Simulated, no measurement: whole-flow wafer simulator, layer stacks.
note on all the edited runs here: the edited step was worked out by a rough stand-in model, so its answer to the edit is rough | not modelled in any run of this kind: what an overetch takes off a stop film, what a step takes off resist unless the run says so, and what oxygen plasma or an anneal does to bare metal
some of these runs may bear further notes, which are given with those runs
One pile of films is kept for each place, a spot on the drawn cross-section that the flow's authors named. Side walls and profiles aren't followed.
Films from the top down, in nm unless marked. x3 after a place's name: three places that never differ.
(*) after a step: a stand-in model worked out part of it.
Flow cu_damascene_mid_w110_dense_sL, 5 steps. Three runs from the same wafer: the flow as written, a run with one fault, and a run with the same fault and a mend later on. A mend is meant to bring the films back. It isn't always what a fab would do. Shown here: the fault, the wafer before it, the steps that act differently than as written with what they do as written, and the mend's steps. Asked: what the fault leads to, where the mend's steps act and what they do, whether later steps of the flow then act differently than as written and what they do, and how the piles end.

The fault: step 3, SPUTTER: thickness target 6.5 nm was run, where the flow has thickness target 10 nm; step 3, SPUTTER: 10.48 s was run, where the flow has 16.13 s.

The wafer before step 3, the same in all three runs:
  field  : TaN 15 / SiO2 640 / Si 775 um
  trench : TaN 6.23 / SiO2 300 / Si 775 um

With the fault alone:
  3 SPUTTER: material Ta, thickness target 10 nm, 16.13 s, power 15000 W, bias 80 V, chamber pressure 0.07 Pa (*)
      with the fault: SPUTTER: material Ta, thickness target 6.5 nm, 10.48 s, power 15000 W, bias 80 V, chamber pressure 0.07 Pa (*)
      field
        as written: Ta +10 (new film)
        with the fault: Ta +6.5 (new film)
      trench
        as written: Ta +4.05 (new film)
        with the fault: Ta +2.63 (new film)
  No later step of the flow acts differently than as written, at any place that is followed, by more than 2% or 0.5 nm, whichever is larger.
  At the end the piles differ from the flow's by more than 2% or 0.5 nm, whichever is larger, at field, trench.
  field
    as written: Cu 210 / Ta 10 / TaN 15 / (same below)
    with the fault: Cu 210 / Ta 6.5 / TaN 15 / (same below)
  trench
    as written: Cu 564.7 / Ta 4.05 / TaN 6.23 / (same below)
    with the fault: Cu 562.6 / Ta 2.63 / TaN 6.23 / (same below)

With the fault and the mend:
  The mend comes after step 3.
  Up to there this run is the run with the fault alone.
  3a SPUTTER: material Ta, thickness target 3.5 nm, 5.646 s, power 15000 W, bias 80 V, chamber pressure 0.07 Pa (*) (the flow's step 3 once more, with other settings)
      field
        Ta +3.5
      trench
        Ta +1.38
  No later step of the flow acts differently than as written at any place that is followed.
  At the end the piles differ from the flow's only slightly at the places that both follow, by at most 2% or 0.5 nm, whichever is larger.
